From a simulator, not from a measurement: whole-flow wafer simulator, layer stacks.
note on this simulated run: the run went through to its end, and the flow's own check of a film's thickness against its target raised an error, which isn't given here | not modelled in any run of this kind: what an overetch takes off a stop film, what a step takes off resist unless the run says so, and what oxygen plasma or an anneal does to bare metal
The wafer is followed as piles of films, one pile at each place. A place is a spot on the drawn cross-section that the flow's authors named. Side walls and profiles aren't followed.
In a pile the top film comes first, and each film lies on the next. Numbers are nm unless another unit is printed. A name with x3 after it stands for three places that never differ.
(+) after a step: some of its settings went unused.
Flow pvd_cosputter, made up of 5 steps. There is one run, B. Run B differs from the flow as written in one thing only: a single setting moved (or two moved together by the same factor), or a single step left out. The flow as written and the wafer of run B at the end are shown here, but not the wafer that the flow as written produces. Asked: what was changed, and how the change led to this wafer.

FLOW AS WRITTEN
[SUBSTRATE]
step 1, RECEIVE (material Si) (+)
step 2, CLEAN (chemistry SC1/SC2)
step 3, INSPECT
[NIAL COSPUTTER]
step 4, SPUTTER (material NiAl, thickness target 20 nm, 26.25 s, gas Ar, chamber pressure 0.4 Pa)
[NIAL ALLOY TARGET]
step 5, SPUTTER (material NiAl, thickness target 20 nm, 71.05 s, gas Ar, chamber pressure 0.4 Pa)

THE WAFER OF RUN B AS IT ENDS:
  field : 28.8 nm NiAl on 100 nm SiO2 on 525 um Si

The reason: step 5, SPUTTER: thickness target 8.82 nm was run, though the flow has thickness target 20 nm; step 5, SPUTTER: 31.33 s was run, where the flow has 71.05 s.

The path from the change to this, step by step:
  step 5, SPUTTER (material NiAl, thickness target 20 nm, 71.05 s, gas Ar, chamber pressure 0.4 Pa)
      field: +8.82 NiAl (as written it would have been: +20 NiAl)
